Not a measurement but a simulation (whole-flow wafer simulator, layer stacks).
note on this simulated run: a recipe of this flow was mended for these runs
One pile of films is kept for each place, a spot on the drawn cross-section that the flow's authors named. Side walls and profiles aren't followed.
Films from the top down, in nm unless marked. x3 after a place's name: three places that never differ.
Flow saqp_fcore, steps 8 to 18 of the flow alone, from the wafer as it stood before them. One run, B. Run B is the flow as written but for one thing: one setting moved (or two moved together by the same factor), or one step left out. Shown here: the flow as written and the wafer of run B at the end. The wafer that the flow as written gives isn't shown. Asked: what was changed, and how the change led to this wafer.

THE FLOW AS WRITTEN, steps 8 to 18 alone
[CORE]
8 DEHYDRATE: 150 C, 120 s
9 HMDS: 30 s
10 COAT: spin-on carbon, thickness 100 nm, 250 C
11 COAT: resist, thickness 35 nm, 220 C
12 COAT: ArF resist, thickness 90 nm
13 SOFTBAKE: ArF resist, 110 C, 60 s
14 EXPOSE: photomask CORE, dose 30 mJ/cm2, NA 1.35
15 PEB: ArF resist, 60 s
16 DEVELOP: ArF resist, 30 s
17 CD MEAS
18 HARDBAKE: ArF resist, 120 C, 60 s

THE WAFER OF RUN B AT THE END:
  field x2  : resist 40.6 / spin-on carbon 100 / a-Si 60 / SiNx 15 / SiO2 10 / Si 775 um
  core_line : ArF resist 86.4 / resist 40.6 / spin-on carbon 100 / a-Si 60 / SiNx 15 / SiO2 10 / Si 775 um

The cause: step 11, COAT: thickness 40.6 nm was run, where the flow has thickness 35 nm.
It can be read off the wafer: field x2 has resist 40.6, and step 11 as written asks for 35 nm.

How the change led to this, step by step:
  11 COAT: resist, thickness 35 nm, 220 C
      field x2, core_line: resist +40.6 (new film) (as written it would be: resist +35 (new film))
